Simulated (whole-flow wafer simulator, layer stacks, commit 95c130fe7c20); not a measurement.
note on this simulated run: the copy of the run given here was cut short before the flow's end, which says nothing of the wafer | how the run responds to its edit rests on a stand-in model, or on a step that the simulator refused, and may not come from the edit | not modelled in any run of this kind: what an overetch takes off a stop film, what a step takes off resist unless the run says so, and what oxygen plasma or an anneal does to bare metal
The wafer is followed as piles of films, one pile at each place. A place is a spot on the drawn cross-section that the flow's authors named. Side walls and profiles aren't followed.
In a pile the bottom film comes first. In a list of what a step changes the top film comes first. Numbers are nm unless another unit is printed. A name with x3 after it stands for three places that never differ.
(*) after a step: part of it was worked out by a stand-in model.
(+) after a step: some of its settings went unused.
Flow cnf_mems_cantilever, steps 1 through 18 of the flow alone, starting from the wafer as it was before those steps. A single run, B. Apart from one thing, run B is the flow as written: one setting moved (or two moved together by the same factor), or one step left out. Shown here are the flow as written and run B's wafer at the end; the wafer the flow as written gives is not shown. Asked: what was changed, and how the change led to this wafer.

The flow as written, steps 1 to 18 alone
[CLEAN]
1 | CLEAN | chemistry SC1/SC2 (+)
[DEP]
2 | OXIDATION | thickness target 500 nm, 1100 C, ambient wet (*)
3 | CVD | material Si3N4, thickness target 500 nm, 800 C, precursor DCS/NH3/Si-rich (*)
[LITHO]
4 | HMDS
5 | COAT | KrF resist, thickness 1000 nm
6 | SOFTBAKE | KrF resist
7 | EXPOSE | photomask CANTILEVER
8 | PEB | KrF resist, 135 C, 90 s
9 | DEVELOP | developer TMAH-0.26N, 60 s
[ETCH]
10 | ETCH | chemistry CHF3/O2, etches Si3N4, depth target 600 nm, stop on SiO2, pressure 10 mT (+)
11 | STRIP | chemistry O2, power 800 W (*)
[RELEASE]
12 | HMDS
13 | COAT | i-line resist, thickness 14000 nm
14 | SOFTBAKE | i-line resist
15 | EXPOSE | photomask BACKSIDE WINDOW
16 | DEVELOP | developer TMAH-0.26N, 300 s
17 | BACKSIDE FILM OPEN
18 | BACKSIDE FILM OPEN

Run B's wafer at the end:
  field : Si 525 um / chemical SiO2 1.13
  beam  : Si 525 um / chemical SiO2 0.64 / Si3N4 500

The reason: step 2, OXIDATION: thickness target 500 nm, 1100 C, ambient wet (*), was omitted.

The path from the change to this, step by step:
  (no step that both runs have acts differently by more than 2% or 0.5 nm, whichever is larger)
